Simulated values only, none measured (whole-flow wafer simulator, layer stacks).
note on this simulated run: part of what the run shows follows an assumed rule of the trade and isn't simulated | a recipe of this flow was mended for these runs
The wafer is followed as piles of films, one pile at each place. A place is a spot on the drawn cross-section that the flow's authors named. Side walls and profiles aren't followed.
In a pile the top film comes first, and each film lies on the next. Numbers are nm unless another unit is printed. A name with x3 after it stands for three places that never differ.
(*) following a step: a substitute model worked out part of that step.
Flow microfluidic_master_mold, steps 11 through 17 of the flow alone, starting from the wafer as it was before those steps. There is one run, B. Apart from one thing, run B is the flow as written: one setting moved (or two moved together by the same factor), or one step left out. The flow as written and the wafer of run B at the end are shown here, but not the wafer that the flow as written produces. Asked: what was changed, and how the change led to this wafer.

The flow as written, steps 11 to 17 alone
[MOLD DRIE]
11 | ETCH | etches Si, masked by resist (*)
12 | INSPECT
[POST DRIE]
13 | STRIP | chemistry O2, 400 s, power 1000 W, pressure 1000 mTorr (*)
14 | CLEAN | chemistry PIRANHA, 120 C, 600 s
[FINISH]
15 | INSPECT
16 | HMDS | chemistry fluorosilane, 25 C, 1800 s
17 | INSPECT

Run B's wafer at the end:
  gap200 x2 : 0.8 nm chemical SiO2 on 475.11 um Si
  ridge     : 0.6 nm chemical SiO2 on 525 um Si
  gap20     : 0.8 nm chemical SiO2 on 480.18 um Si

What caused this: step 13, STRIP: chemistry O2, 400 s, power 1000 W, pressure 1000 mTorr (*), was skipped.

How this came from the change, step by step:
  14 | CLEAN | chemistry PIRANHA, 120 C, 600 s
      gap20, gap50, gap200 x2: chemical SiO2 gains 0.8 (new film), Si loses 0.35 (in the flow as written it would be: nothing)
      ridge: thick-i-line-resist loses 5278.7 (all of it) (in the flow as written it would be: nothing)
